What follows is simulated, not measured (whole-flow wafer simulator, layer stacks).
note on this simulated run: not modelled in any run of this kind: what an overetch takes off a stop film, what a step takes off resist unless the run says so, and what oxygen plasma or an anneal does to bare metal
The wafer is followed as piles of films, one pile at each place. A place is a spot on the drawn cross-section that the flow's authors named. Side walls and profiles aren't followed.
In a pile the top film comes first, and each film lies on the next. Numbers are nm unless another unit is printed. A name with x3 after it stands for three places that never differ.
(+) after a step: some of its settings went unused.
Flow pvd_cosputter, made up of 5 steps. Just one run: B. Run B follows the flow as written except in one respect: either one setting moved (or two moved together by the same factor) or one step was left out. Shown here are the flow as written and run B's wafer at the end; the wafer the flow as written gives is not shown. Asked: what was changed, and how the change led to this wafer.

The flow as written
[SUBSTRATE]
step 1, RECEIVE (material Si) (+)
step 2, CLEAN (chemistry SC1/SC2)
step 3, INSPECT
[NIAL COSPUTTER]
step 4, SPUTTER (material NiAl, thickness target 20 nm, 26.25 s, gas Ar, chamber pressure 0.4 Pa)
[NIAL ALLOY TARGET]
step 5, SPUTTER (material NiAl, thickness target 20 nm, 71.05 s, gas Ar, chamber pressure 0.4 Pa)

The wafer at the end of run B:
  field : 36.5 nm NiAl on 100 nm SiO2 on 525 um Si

What caused this: step 5, SPUTTER: thickness target 16.5 nm was run, whereas the flow has thickness target 20 nm; step 5, SPUTTER: 58.62 s was run, where the flow has 71.05 s.

The path from the change to this, step by step:
  step 5, SPUTTER (material NiAl, thickness target 20 nm, 71.05 s, gas Ar, chamber pressure 0.4 Pa)
      field: +16.5 NiAl (it would be, as written: +20 NiAl)
